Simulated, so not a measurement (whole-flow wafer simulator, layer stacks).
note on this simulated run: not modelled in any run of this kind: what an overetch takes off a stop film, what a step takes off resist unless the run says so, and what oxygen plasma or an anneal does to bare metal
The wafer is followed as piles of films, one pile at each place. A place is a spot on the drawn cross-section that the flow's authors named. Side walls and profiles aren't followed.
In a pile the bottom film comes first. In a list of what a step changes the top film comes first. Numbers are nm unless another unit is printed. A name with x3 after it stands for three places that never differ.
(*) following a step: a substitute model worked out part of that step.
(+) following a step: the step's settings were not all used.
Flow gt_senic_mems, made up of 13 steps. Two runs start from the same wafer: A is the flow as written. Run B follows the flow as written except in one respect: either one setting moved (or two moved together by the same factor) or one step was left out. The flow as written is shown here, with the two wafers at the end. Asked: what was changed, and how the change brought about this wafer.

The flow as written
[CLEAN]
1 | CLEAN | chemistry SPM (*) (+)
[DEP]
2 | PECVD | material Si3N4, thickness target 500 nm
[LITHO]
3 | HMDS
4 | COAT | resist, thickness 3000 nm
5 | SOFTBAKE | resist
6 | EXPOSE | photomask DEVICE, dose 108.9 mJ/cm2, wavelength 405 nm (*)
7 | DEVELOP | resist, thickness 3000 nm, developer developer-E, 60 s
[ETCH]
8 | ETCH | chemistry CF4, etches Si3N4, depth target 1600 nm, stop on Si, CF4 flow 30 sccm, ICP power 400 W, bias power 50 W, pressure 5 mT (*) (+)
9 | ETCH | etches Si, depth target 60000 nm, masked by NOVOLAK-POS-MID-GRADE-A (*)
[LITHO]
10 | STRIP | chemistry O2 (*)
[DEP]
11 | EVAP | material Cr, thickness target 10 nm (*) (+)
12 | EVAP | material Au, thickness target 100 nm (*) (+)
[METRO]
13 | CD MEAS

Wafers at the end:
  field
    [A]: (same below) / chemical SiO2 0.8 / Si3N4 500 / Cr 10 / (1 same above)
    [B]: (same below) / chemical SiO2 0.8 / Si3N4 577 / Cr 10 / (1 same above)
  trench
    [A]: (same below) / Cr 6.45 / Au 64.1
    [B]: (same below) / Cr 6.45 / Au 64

The reason: step 2, PECVD: thickness target 577 nm was run, while the flow as written has thickness target 500 nm.
One can read it off the wafer: field has Si3N4 577, and step 2 as written asks for 500 nm.

How this came from the change, step by step:
  2 | PECVD | material Si3N4, thickness target 500 nm
      field, trench: A +500 Si3N4 (new film) | B +577 Si3N4 (new film)
  8 | ETCH | chemistry CF4, etches Si3N4, depth target 1600 nm, stop on Si, CF4 flow 30 sccm, ICP power 400 W, bias power 50 W, pressure 5 mT (*) (+)
      field: A -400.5 resist | B -451.9 resist
      trench: A -500 Si3N4 (all of it), -0.8 chemical SiO2 (all of it) | B -577 Si3N4 (all of it), -0.8 chemical SiO2 (all of it)
  10 | STRIP | chemistry O2 (*)
      field: A -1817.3 resist (all of it) | B -1766 resist (all of it)
